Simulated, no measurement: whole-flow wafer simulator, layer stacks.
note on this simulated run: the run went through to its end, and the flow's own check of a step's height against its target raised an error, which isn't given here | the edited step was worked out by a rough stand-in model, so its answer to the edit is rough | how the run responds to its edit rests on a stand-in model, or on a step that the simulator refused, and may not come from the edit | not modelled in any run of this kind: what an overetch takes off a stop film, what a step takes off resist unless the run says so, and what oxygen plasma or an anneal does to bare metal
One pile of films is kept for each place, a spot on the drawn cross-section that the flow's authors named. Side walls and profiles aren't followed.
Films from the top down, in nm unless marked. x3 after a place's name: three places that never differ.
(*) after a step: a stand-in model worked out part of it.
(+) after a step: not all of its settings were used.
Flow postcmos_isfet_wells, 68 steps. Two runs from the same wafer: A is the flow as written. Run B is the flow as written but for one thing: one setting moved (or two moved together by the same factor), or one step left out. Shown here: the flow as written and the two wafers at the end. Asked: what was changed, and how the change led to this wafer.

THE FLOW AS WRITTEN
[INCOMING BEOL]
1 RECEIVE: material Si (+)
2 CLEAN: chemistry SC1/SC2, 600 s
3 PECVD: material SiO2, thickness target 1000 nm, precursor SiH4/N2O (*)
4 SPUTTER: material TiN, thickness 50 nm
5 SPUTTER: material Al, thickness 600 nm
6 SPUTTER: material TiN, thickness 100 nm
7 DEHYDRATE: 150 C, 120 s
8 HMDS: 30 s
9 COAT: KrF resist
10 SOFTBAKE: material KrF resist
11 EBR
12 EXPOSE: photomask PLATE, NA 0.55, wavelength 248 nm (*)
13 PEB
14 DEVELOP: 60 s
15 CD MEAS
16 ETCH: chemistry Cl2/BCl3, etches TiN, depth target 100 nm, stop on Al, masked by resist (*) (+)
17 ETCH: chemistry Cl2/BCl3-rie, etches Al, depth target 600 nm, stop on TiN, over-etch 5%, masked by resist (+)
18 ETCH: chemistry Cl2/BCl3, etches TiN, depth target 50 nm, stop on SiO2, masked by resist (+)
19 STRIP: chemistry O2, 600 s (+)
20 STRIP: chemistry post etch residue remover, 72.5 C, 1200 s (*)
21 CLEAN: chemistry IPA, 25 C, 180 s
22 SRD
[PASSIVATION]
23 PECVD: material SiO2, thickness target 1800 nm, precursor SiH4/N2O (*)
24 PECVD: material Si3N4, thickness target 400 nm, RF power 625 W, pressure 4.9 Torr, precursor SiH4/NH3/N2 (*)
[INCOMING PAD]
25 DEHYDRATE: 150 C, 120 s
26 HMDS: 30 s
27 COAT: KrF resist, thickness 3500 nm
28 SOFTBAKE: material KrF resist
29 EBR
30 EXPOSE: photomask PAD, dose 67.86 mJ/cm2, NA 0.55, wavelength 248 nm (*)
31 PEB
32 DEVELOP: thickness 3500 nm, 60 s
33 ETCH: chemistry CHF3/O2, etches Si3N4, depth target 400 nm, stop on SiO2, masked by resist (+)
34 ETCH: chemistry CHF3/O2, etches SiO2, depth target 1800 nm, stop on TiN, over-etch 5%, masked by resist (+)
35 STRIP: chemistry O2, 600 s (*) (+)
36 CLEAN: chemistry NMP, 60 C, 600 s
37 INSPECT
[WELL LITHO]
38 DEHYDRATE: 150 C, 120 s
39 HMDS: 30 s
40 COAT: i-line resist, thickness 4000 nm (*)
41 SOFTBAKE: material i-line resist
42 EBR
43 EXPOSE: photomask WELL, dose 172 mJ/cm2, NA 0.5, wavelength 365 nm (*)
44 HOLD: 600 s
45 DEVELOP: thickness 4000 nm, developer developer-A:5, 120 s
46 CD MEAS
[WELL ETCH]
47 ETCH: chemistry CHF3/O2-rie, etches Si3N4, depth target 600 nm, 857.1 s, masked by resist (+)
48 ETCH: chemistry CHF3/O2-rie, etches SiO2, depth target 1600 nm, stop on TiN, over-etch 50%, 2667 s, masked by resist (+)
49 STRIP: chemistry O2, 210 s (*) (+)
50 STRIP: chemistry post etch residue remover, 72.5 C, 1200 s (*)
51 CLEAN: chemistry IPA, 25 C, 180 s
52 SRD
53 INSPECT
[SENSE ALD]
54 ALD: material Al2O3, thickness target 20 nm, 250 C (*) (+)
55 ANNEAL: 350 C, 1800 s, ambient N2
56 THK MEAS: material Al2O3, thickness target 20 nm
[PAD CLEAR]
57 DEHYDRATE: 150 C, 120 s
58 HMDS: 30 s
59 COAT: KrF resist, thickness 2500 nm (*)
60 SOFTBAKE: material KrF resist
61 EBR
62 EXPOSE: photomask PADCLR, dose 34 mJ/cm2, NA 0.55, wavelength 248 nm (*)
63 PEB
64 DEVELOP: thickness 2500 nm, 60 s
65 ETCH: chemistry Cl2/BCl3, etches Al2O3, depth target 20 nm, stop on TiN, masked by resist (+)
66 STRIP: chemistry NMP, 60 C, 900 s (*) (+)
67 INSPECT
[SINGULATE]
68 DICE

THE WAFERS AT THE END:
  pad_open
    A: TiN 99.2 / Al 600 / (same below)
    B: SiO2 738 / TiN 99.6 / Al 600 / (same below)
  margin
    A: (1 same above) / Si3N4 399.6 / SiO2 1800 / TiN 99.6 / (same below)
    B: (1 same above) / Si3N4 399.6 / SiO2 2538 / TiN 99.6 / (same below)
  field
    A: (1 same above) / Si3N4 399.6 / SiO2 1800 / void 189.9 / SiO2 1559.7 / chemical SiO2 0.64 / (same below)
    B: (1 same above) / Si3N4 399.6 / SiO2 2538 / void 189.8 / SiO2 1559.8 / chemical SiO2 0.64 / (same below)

The cause: step 23, PECVD: thickness target 2538 nm was run, where the flow has thickness target 1800 nm.
It can be read off the wafer: margin has SiO2 2538, and step 23 as written asks for 1800 nm.

How the change led to this, step by step:
  23 PECVD: material SiO2, thickness target 1800 nm, precursor SiH4/N2O (*)
      margin, well900, well1300 x3, pad_rim, pad_clr, pad_open: A SiO2 +1800 (new film) | B SiO2 +2538 (new film)
      field: A SiO2 +1800 (new film), void +189.9 (new film), SiO2 +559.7 | B SiO2 +2538 (new film), void +189.8 (new film), SiO2 +559.8
  34 ETCH: chemistry CHF3/O2, etches SiO2, depth target 1800 nm, stop on TiN, over-etch 5%, masked by resist (+)
      pad_open: A SiO2 -1800 (all of it) | B SiO2 -1800
  48 ETCH: chemistry CHF3/O2-rie, etches SiO2, depth target 1600 nm, stop on TiN, over-etch 50%, 2667 s, masked by resist (+)
      well900, well1300 x3: A SiO2 -1600 (all of it) | B SiO2 -2338 (all of it)
  59 COAT: KrF resist, thickness 2500 nm (*)
      field: A KrF resist +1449 (new film) | B KrF resist +1096.4 (new film)
      margin: A KrF resist +1448.9 (new film) | B KrF resist +1096.3 (new film)
  63 PEB
      field, margin: A KrF resist -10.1 | B KrF resist -7.58
  66 STRIP: chemistry NMP, 60 C, 900 s (*) (+)
      field: A KrF resist -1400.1 (all of it) | B KrF resist -1050.1 (all of it)
      margin: A KrF resist -1400.1 (all of it) | B KrF resist -1050 (all of it)
